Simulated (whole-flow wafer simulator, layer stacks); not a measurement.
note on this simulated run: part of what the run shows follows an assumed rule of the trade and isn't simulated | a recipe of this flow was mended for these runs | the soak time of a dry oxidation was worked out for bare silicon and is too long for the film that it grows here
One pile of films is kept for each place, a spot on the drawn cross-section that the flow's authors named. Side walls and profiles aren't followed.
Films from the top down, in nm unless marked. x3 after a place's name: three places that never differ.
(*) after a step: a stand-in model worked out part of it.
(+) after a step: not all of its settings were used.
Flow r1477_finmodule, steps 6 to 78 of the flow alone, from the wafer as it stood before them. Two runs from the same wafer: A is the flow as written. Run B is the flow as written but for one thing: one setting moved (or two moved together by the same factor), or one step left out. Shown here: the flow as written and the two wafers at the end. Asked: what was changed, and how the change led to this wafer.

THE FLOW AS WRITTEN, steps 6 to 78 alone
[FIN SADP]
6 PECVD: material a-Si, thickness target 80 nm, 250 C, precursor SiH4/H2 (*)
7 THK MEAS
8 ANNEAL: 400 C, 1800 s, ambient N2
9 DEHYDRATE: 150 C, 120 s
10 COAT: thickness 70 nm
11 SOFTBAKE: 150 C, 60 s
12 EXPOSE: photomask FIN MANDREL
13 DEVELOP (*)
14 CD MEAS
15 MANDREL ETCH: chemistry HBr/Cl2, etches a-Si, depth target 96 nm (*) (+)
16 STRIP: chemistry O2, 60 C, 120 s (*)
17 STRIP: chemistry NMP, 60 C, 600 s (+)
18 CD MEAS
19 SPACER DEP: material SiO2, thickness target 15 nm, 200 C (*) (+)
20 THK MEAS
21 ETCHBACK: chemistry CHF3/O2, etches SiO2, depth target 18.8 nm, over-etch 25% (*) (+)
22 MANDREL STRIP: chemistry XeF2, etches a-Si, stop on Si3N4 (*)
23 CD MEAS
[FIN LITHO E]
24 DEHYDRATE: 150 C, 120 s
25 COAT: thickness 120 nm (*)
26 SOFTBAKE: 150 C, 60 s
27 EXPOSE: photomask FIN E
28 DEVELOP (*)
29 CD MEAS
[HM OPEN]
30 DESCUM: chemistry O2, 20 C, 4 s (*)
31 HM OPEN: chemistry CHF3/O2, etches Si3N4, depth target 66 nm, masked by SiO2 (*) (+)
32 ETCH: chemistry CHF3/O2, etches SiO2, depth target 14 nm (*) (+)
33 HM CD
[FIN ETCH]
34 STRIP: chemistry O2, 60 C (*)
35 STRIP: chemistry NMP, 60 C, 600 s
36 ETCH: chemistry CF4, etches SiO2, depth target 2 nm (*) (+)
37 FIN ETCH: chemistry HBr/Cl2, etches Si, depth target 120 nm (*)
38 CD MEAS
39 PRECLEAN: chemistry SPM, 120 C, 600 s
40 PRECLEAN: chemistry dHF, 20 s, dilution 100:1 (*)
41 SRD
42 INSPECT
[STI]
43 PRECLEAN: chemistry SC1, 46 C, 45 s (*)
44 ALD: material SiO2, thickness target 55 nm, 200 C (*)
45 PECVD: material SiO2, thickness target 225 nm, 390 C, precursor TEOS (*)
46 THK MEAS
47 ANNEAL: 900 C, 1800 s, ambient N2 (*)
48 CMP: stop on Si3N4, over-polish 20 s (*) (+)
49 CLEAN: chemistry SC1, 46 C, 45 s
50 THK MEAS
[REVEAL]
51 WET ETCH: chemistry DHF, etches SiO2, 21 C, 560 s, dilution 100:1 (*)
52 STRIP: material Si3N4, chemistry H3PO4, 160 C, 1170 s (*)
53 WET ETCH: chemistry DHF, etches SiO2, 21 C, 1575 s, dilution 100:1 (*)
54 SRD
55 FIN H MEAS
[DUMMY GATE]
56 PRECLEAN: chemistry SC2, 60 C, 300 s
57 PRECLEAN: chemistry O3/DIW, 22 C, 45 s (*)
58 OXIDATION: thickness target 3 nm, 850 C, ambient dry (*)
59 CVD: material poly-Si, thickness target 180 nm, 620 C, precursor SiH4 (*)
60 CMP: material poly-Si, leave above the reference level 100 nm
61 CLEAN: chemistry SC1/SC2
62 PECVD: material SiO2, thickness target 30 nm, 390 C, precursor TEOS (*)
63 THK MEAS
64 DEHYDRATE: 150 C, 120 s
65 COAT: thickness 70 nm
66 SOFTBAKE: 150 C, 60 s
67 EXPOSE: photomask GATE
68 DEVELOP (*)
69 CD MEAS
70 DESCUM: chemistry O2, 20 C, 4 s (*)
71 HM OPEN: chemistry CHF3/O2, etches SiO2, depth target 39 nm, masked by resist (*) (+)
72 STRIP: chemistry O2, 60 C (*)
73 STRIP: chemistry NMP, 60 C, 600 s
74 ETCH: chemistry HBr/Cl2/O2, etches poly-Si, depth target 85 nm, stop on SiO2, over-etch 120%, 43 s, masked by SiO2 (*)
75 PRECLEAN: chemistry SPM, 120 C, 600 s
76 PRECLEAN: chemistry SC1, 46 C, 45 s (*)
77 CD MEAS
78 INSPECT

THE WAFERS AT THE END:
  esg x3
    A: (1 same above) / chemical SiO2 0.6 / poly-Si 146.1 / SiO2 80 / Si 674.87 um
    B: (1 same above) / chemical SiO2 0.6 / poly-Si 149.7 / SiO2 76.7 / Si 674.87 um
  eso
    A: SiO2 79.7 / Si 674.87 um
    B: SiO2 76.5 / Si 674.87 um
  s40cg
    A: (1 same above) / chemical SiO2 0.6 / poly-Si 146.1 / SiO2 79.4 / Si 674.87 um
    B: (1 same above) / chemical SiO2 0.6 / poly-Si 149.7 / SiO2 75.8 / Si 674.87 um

The cause: step 6, PECVD: thickness target 56 nm was run, where the flow has thickness target 80 nm.

How the change led to this, step by step:
  6 PECVD: material a-Si, thickness target 80 nm, 250 C, precursor SiH4/H2 (*)
      pad, padg, elg x4 and 30 more: A a-Si +80 (new film) | B a-Si +56 (new film)
  15 MANDREL ETCH: chemistry HBr/Cl2, etches a-Si, depth target 96 nm (*) (+)
      pad, padg, elg x4 and 24 more: A a-Si -80 (all of it), Si3N4 -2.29 | B a-Si -56 (all of it), Si3N4 -5.71
  22 MANDREL STRIP: chemistry XeF2, etches a-Si, stop on Si3N4 (*)
      s40cg, s45cg, s50cg, s40co, s45co, s50co: A a-Si -79 (all of it) | B a-Si -55 (all of it)
  25 COAT: thickness 120 nm (*)
      s40cg, s40co: A e-beam-resist +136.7 (new film) | B e-beam-resist +129.3 (new film)
      s40sg, s40so: A e-beam-resist +142.6 (new film) | B e-beam-resist +138.6 (new film)
      (and at 14 more places)
  28 DEVELOP (*)
      s40cg, s40co: A e-beam-resist -136.7 (all of it) | B e-beam-resist -129.3 (all of it)
      s40sg, s40so: A e-beam-resist -142.6 (all of it) | B e-beam-resist -138.6 (all of it)
      (and at 14 more places)
  31 HM OPEN: chemistry CHF3/O2, etches Si3N4, depth target 66 nm, masked by SiO2 (*) (+)
      pad, padg, esg x3 and 11 more: A Si3N4 -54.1 (all of it), SiO2 -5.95 | B Si3N4 -50.7 (all of it), SiO2 -7.67
  32 ETCH: chemistry CHF3/O2, etches SiO2, depth target 14 nm (*) (+)
      pad, padg, esg x3 and 11 more: A SiO2 -4.05 (all of it), Si -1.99 | B SiO2 -2.33 (all of it), Si -2.33
  37 FIN ETCH: chemistry HBr/Cl2, etches Si, depth target 120 nm (*)
      s40sg_line, s45sg_line, s50sg_line, s40so_line, s45so_line, s50so_line: A SiO2 -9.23 | B SiO2 -9.42 (all of it)
  40 PRECLEAN: chemistry dHF, 20 s, dilution 100:1 (*)
      s40sg_line, s45sg_line, s50sg_line, s40so_line, s45so_line, s50so_line: A SiO2 -3.61 | B Si3N4 -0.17
  44 ALD: material SiO2, thickness target 55 nm, 200 C (*)
      s40sg_line, s45sg_line, s50sg_line, s40so_line, s45so_line, s50so_line: A SiO2 +55 | B SiO2 +55 (new film)
      s40cg, s45cg, s50cg, s40co, s45co, s50co: A SiO2 +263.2 (new film) | B SiO2 +242.5 (new film)
      (and at 6 more places)
  48 CMP: stop on Si3N4, over-polish 20 s (*) (+)
      s40cg, s40sg, s45cg and 9 more: A SiO2 -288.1 | B SiO2 -271
      s40sg_line, s45sg_line, s50sg_line, s40so_line, s45so_line, s50so_line: A SiO2 -287 (all of it), Si3N4 -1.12 | B SiO2 -269.9 (all of it), Si3N4 -1.12
      (and at 2 more places)
  52 STRIP: material Si3N4, chemistry H3PO4, 160 C, 1170 s (*)
      elg x4, elo x4: A Si3N4 -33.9 (all of it), SiO2 -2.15 | B Si3N4 -30.4 (all of it), SiO2 -2.26
      s40sg_line, s45sg_line, s50sg_line, s40so_line, s45so_line, s50so_line: A Si3N4 -55.1 (all of it), SiO2 -1.49 | B Si3N4 -51.5 (all of it), SiO2 -1.6
  60 CMP: material poly-Si, leave above the reference level 100 nm
      pad, padg: A poly-Si -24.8 | B poly-Si -21.2
  74 ETCH: chemistry HBr/Cl2/O2, etches poly-Si, depth target 85 nm, stop on SiO2, over-etch 120%, 43 s, masked by SiO2 (*)
      eso, e40so x2, e200so and 6 more: A chemical SiO2 -1.12 (all of it), poly-Si -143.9 (all of it), SiO2 -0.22 | B chemical SiO2 -1.12 (all of it), poly-Si -147.5 (all of it), SiO2 -0.2
      pad: A chemical SiO2 -1.12 (all of it), poly-Si -152.8 (all of it), SiO2 -0.17 | B chemical SiO2 -1.12 (all of it), poly-Si -156.4 (all of it), SiO2 -0.15
